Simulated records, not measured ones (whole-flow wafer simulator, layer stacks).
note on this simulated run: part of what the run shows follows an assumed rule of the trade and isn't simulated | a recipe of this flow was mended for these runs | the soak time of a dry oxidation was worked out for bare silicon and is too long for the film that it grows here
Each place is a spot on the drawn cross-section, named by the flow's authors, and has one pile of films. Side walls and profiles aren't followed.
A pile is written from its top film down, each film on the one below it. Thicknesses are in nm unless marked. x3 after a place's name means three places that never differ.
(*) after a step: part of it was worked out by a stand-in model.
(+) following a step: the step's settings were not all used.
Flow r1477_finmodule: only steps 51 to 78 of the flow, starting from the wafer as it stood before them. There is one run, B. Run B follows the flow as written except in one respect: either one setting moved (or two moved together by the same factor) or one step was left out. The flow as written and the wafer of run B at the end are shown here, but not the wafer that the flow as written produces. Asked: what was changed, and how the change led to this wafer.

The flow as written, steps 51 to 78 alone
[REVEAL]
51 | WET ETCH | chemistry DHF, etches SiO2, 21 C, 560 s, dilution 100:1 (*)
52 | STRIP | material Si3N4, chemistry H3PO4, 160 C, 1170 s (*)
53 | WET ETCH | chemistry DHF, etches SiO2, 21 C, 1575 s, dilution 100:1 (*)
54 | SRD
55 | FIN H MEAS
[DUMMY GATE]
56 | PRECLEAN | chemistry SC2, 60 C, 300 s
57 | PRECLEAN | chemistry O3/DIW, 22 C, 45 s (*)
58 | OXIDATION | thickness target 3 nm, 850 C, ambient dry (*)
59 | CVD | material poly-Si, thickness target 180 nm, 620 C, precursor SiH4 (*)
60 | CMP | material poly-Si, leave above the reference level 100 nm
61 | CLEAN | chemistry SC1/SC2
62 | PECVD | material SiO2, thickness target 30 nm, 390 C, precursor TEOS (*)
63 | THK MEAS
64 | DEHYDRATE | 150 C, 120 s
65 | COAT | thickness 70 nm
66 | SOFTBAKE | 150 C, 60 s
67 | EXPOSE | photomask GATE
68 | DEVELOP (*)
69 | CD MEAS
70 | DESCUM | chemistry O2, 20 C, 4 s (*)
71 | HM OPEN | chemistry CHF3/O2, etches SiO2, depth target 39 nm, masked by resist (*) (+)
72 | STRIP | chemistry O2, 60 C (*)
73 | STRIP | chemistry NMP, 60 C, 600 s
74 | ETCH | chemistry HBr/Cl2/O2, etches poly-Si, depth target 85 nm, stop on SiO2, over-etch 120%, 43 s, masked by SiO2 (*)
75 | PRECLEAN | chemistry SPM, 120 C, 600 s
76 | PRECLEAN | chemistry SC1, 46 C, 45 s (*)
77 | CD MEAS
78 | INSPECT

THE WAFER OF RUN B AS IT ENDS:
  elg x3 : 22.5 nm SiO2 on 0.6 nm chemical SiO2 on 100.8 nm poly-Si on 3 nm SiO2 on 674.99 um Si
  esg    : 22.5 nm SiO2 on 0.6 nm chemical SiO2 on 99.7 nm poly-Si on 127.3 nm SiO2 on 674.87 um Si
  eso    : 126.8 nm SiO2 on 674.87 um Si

What caused this: step 53, WET ETCH: 630 s was run, whereas the flow has 1575 s.

How this came from the change, step by step:
  53 | WET ETCH | chemistry DHF, etches SiO2, 21 C, 1575 s, dilution 100:1 (*)
      esg, e40sg, e100sg and 17 more: SiO2 loses 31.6 (it would be, as written: SiO2 loses 79.1)
      pad, padg: SiO2 loses 34.3 (it would be, as written: SiO2 loses 85.7)
  59 | CVD | material poly-Si, thickness target 180 nm, 620 C, precursor SiH4 (*)
      esg, e40sg, e100sg and 15 more: poly-Si gains 180 (new film) (it would be, as written: poly-Si gains 226.3 (new film))
      e200sg, e200so: poly-Si gains 180 (new film) (it would be, as written: poly-Si gains 219.2 (new film))
  60 | CMP | material poly-Si, leave above the reference level 100 nm
      pad, padg: poly-Si loses 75 (it would be, as written: poly-Si loses 24.8)
      e200sg, e200so: poly-Si loses 80 (it would be, as written: poly-Si loses 72.9)
  74 | ETCH | chemistry HBr/Cl2/O2, etches poly-Si, depth target 85 nm, stop on SiO2, over-etch 120%, 43 s, masked by SiO2 (*)
      eso, e40so, e100so and 7 more: chemical SiO2 loses 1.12 (all of it), poly-Si loses 97.6 (all of it), SiO2 loses 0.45 (it would be, as written: chemical SiO2 loses 1.12 (all of it), poly-Si loses 143.9 (all of it), SiO2 loses 0.22)
      pad: chemical SiO2 loses 1.12 (all of it), poly-Si loses 102.5 (all of it), SiO2 loses 0.42 (it would be, as written: chemical SiO2 loses 1.12 (all of it), poly-Si loses 152.8 (all of it), SiO2 loses 0.17)
